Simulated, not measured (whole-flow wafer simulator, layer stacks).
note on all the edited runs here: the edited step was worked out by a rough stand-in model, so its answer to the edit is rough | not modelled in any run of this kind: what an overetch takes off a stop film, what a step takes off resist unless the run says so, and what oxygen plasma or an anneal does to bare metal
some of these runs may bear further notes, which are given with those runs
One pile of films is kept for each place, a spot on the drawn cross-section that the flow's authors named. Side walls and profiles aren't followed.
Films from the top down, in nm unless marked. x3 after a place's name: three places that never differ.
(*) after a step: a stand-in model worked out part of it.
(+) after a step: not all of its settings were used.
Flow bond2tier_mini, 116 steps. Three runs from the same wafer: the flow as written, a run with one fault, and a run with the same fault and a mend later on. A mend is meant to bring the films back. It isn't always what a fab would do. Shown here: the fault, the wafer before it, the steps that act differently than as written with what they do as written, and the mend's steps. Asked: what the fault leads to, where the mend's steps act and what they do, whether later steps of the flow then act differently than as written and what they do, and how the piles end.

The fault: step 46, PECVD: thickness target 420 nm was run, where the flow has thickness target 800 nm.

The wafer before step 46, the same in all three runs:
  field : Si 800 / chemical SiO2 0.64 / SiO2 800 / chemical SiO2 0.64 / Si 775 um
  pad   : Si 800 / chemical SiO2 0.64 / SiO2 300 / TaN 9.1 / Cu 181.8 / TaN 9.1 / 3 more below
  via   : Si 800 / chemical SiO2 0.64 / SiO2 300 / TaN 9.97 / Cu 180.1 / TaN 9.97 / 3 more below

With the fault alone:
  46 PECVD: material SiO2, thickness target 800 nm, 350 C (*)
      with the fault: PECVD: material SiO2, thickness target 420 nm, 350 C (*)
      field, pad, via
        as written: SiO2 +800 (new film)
        with the fault: SiO2 +420 (new film)
  Later steps of the flow that act differently than as written (1 more step differs only slightly, by at most 2% or 0.5 nm, whichever is larger, and isn't shown):
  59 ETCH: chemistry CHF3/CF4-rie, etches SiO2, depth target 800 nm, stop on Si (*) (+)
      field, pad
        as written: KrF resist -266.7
        with the fault: KrF resist -191.5
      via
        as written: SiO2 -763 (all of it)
        with the fault: SiO2 -383 (all of it)
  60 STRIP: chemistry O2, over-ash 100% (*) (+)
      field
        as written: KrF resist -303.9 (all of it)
        with the fault: KrF resist -379.1 (all of it)
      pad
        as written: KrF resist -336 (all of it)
        with the fault: KrF resist -411.1 (all of it)
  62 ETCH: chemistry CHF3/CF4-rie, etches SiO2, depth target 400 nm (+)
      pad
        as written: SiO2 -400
        with the fault: SiO2 -375 (all of it), Si -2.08
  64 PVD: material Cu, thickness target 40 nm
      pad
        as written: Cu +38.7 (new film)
        with the fault: Cu +40 (new film)
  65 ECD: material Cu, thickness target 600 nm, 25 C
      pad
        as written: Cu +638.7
        with the fault: Cu +614.2
  At the end the piles differ from the flow's by more than 2% or 0.5 nm, whichever is larger, at field, pad.
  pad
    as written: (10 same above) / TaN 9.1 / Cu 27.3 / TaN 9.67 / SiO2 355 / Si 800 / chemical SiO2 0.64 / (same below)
    with the fault: (10 same above) / TaN 9.1 / Cu 4.2 / TaN 9.88 / Si 797.9 / chemical SiO2 0.64 / (same below)
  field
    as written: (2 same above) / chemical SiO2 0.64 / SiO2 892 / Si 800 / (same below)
    with the fault: (2 same above) / chemical SiO2 0.64 / SiO2 512 / Si 800 / (same below)

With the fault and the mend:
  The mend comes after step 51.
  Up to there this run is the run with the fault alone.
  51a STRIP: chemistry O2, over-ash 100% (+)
      field
        KrF resist -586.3 (all of it)
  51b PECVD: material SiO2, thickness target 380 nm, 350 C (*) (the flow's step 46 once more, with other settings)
      field, pad, via
        SiO2 +380
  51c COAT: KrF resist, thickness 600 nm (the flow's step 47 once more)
      field, pad, via
        KrF resist +600 (new film)
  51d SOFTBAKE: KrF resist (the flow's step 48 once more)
      changes no film at any place that is followed
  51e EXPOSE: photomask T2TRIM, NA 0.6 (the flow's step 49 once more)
      changes no film at any place that is followed
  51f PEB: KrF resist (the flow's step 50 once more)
      changes no film at any place that is followed
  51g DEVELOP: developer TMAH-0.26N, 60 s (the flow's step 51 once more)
      pad, via
        KrF resist -600 (all of it)
      field
        KrF resist -13.7
  No later step of the flow acts differently than as written at any place that is followed.
  At the end the piles are the same as the flow's at every place that both follow.
